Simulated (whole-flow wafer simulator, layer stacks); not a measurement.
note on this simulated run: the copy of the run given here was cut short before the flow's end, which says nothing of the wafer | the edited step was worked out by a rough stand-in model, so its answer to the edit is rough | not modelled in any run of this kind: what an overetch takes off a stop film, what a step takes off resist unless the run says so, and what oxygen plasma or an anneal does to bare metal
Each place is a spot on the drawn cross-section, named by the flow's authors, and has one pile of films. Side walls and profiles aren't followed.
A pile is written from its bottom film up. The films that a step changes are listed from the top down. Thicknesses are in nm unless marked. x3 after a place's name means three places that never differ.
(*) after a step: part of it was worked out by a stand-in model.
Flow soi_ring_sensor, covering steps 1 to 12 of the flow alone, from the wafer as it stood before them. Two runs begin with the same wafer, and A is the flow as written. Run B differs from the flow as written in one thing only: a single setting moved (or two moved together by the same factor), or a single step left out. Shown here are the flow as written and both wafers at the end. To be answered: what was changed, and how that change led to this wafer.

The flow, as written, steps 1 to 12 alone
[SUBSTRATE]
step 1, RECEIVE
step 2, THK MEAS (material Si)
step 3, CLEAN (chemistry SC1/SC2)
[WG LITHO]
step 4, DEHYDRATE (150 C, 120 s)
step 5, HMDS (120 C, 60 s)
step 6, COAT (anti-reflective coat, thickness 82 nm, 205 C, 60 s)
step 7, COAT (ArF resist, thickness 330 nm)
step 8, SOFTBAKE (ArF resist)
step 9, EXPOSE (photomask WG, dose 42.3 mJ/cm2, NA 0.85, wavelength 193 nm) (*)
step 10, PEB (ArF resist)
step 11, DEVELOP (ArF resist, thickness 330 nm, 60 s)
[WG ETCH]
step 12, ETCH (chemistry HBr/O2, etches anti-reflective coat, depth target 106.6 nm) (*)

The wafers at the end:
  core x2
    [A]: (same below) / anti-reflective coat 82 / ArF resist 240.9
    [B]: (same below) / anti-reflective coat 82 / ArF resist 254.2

The reason: step 12, ETCH: depth target 90 nm was run, whereas the flow has depth target 106.6 nm.

How this came from the change, step by step:
  step 12, ETCH (chemistry HBr/O2, etches anti-reflective coat, depth target 106.6 nm) (*)
      core x2: A -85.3 ArF resist | B -72 ArF resist
